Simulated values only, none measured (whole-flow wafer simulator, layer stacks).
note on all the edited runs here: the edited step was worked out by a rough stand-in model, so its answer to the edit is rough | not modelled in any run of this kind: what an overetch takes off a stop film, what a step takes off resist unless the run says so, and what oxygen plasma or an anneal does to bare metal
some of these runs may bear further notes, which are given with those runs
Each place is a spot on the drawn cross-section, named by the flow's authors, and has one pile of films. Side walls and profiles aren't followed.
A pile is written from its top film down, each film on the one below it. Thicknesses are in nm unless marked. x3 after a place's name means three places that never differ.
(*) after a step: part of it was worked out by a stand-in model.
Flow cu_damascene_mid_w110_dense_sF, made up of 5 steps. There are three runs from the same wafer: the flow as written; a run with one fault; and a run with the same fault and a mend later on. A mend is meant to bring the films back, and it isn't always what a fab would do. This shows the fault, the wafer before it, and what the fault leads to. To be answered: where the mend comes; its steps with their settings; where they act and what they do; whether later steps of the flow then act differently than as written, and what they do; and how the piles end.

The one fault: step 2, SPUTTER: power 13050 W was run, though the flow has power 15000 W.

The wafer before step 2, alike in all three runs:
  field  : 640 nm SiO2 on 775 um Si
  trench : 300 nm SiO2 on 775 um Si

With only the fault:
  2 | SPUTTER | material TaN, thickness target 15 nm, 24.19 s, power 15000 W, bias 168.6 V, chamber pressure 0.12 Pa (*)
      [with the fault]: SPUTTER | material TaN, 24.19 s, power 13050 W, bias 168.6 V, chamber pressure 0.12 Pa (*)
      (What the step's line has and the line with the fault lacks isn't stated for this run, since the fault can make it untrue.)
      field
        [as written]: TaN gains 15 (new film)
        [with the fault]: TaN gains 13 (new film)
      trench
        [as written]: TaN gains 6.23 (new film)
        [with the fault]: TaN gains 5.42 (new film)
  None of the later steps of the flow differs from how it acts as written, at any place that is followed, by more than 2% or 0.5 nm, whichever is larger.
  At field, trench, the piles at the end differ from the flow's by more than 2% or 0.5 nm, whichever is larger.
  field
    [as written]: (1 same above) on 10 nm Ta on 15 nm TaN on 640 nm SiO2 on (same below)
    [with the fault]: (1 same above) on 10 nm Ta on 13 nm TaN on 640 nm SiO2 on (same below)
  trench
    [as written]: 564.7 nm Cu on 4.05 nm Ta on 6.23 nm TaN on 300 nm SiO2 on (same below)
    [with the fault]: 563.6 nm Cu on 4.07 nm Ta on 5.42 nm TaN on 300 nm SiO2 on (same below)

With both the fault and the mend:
  The mend stands after step 2.
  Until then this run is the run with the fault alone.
  2a | SPUTTER | material TaN, 3.149 s, power 15000 W, bias 168.6 V, chamber pressure 0.12 Pa (*) (the flow's step 2 again, with other settings)
      field
        TaN gains 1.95
      trench
        TaN gains 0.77
  None of the later steps of the flow differs from how it acts as written, at any place that is followed, by more than 2% or 0.5 nm, whichever is larger.
  When the end is reached, the piles differ only a little from the flow's at the places that both follow, at most by 2% or 0.5 nm, whichever is larger.
